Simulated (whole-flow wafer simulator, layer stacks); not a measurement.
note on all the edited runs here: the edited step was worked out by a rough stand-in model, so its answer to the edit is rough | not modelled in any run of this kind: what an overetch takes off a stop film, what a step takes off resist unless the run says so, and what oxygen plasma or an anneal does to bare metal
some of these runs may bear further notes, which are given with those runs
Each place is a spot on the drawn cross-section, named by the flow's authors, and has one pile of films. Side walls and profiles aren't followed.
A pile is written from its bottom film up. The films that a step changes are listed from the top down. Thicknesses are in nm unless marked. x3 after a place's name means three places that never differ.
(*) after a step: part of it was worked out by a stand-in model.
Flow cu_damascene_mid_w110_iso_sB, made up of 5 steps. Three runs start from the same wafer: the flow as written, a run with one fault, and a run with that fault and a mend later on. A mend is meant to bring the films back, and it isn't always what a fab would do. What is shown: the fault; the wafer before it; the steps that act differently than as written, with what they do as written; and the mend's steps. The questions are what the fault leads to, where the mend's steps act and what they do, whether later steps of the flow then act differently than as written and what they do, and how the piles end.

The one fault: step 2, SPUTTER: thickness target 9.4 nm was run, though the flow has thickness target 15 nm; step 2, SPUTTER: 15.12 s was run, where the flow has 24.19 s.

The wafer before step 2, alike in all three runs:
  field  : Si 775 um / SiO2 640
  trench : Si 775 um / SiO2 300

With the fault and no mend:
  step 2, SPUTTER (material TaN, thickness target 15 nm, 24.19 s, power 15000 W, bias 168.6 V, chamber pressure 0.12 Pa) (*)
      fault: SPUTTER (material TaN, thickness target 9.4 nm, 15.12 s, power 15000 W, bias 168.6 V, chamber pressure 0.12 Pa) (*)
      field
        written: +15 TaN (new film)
        fault: +9.4 TaN (new film)
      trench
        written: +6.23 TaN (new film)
        fault: +3.9 TaN (new film)
  Later steps of the flow that are run all act as written at every place that is followed, up to a difference of at most 2% or 0.5 nm, whichever is larger.
  At field, trench, the piles at the end differ from the flow's by more than 2% or 0.5 nm, whichever is larger.
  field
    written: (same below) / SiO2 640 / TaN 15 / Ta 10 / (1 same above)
    fault: (same below) / SiO2 640 / TaN 9.4 / Ta 10 / (1 same above)
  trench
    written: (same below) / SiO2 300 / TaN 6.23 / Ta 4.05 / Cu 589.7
    fault: (same below) / SiO2 300 / TaN 3.9 / Ta 4.12 / Cu 586.4

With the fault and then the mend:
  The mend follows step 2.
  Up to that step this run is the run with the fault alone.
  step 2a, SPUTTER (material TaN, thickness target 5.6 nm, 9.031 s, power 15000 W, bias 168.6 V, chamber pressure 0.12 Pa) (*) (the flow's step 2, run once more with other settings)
      field
        +5.6 TaN
      trench
        +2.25 TaN
  Later steps of the flow that are run all act as written at every place that is followed, up to a difference of at most 2% or 0.5 nm, whichever is larger.
  When the end is reached, the piles differ only a little from the flow's at the places that both follow, at most by 2% or 0.5 nm, whichever is larger.
